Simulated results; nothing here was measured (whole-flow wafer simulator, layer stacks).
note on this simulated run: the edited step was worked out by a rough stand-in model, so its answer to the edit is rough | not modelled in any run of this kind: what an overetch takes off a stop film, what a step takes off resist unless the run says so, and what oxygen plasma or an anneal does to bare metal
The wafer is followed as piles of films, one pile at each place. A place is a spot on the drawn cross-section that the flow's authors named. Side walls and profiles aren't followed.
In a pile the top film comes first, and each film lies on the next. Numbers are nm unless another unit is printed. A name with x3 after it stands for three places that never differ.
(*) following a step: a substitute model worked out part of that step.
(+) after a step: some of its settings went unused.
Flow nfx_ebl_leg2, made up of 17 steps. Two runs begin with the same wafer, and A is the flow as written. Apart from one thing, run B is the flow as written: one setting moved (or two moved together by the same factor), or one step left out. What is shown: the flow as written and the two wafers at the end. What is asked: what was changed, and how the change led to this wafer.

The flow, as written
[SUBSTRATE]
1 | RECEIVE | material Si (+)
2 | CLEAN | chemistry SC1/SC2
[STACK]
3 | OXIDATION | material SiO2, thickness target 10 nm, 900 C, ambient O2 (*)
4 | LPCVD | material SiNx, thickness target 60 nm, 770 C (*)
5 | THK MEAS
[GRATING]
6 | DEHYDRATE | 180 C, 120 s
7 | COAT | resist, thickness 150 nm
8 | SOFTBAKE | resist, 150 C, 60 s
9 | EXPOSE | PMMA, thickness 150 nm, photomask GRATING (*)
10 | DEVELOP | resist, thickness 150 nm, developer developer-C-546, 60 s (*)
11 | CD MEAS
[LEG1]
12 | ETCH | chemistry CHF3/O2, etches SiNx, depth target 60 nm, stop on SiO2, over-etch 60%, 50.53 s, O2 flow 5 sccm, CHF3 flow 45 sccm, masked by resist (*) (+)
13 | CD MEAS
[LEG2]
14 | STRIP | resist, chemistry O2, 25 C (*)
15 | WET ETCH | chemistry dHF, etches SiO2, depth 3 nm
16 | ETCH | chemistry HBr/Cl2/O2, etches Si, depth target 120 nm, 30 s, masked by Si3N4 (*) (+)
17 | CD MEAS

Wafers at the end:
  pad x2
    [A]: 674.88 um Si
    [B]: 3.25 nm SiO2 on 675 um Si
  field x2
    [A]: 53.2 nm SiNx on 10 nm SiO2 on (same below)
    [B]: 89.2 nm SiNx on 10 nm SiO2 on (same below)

Cause: step 4, LPCVD: thickness target 96 nm was run, whereas the flow has thickness target 60 nm.

The path from the change to this, step by step:
  4 | LPCVD | material SiNx, thickness target 60 nm, 770 C (*)
      field x2, pad x2: A SiNx gains 60 (new film) | B SiNx gains 96 (new film)
  12 | ETCH | chemistry CHF3/O2, etches SiNx, depth target 60 nm, stop on SiO2, over-etch 60%, 50.53 s, O2 flow 5 sccm, CHF3 flow 45 sccm, masked by resist (*) (+)
      pad x2: A SiNx loses 60 (all of it), SiO2 loses 10 (all of it) | B SiNx loses 96 (all of it)
  14 | STRIP | resist, chemistry O2, 25 C (*)
      pad x2: A chemical SiO2 gains 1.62 (new film), Si loses 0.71 | B nothing
  15 | WET ETCH | chemistry dHF, etches SiO2, depth 3 nm
      pad x2: A chemical SiO2 loses 1.62 (all of it) | B SiO2 loses 3
  16 | ETCH | chemistry HBr/Cl2/O2, etches Si, depth target 120 nm, 30 s, masked by Si3N4 (*) (+)
      pad x2: A Si loses 120 | B SiO2 loses 3.75
